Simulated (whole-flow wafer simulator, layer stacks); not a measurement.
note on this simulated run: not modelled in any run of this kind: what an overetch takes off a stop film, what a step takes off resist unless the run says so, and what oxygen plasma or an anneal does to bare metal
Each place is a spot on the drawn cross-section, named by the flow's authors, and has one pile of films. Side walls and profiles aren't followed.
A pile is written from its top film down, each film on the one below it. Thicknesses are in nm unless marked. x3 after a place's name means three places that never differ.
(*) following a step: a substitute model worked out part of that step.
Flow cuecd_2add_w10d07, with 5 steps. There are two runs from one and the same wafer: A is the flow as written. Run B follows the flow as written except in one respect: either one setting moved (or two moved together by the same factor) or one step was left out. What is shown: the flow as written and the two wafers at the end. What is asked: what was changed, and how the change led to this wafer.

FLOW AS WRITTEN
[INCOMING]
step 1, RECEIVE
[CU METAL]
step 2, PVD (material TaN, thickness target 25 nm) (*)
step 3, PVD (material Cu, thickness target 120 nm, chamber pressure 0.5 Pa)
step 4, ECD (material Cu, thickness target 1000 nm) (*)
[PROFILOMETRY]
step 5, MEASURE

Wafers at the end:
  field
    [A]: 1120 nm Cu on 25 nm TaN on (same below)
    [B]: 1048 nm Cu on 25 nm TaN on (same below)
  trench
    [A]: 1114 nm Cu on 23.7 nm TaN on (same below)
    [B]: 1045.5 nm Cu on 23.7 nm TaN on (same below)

The reason: step 3, PVD: thickness target 48 nm was run, while the flow as written has thickness target 120 nm.

The path from the change to this, step by step:
  step 3, PVD (material Cu, thickness target 120 nm, chamber pressure 0.5 Pa)
      field: A Cu gains 120 (new film) | B Cu gains 48 (new film)
      trench: A Cu gains 114 (new film) | B Cu gains 45.5 (new film)
